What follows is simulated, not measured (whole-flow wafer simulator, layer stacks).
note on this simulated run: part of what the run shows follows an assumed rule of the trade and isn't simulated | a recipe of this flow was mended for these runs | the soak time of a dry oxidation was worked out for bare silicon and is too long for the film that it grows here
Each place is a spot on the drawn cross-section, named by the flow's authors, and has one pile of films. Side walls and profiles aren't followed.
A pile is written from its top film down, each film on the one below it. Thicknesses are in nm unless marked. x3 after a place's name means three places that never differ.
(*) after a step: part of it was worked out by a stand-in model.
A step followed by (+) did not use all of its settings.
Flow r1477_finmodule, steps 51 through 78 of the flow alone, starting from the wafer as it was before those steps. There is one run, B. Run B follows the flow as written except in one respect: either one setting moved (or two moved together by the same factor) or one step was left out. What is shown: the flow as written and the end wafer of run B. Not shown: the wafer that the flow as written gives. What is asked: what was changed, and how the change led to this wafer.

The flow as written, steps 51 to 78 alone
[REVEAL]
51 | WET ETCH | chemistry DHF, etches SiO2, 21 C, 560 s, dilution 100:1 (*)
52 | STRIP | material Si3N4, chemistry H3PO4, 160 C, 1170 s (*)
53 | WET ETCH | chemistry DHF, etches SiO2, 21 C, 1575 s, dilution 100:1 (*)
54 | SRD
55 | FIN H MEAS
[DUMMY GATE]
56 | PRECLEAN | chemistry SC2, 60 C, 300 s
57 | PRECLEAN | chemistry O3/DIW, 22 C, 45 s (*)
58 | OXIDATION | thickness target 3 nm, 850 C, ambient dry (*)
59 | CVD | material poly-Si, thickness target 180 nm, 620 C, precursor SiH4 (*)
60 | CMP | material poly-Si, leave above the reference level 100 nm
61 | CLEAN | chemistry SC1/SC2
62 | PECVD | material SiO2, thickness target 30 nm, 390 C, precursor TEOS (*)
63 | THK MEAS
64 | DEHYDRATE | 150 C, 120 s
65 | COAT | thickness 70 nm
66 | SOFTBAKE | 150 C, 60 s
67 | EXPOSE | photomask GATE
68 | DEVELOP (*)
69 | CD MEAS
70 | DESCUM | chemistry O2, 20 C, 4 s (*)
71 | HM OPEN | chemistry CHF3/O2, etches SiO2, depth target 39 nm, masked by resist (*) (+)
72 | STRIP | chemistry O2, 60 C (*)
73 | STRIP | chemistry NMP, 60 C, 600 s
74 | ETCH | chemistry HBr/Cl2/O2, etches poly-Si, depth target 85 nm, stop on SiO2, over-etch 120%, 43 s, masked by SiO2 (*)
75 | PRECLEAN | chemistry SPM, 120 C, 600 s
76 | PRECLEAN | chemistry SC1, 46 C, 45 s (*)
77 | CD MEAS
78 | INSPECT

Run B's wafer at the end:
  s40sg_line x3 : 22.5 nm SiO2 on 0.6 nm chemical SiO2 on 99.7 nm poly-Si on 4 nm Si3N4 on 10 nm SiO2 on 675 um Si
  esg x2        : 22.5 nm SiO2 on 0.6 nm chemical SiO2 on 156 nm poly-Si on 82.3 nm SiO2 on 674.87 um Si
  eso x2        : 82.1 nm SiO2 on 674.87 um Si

What caused this: step 52, STRIP: 533.5 s was run, whereas the flow has 1170 s.

How this came from the change, step by step:
  52 | STRIP | material Si3N4, chemistry H3PO4, 160 C, 1170 s (*)
      s40sg_line x3, s40so_line x3: -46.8 Si3N4 (in the flow as written it would be: -55.1 Si3N4 (all of it), -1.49 SiO2)
      pad, padg, esg x2 and 18 more: -1.95 SiO2 (in the flow as written it would be: -4.28 SiO2)
      (also at 8 further places)
  53 | WET ETCH | chemistry DHF, etches SiO2, 21 C, 1575 s, dilution 100:1 (*)
      s40sg_line x3, s40so_line x3: -4.28 Si3N4 (in the flow as written it would be: -8.51 SiO2 (all of it))
      elg x4, elo x4: -9.6 SiO2 (all of it) (in the flow as written it would be: -7.85 SiO2 (all of it))
  57 | PRECLEAN | chemistry O3/DIW, 22 C, 45 s (*)
      s40sg_line x3, s40so_line x3: nothing (in the flow as written it would be: +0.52 chemical SiO2, -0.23 Si)
  58 | OXIDATION | thickness target 3 nm, 850 C, ambient dry (*)
      s40sg_line x3, s40so_line x3: nothing (in the flow as written it would be: +3 SiO2 (new film), -0.85 chemical SiO2 (all of it), -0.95 Si)
  59 | CVD | material poly-Si, thickness target 180 nm, 620 C, precursor SiH4 (*)
      s40cg x3, s40sg x3, s40co x3, s40so x3: +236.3 poly-Si (new film) (in the flow as written it would be: +226.3 poly-Si (new film))
  60 | CMP | material poly-Si, leave above the reference level 100 nm
      elg x4, esg x2, e100sg, elo x4, eso x2, e100so: -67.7 poly-Si (in the flow as written it would be: -80 poly-Si)
      pad, padg: -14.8 poly-Si (in the flow as written it would be: -24.8 poly-Si)
      (also at 2 further places)
  74 | ETCH | chemistry HBr/Cl2/O2, etches poly-Si, depth target 85 nm, stop on SiO2, over-etch 120%, 43 s, masked by SiO2 (*)
      s40so_line x3: -1.12 chemical SiO2 (all of it), -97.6 poly-Si (all of it), -4 Si3N4 (all of it), -2.7 SiO2 (in the flow as written it would be: -1.12 chemical SiO2 (all of it), -97.6 poly-Si (all of it), -0.45 SiO2)
      eso x2, e100so, e200so, s40co x3, s40so x3: -1.12 chemical SiO2 (all of it), -153.9 poly-Si (all of it), -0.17 SiO2 (in the flow as written it would be: -1.12 chemical SiO2 (all of it), -143.9 poly-Si (all of it), -0.22 SiO2)
      (also at 5 further places)
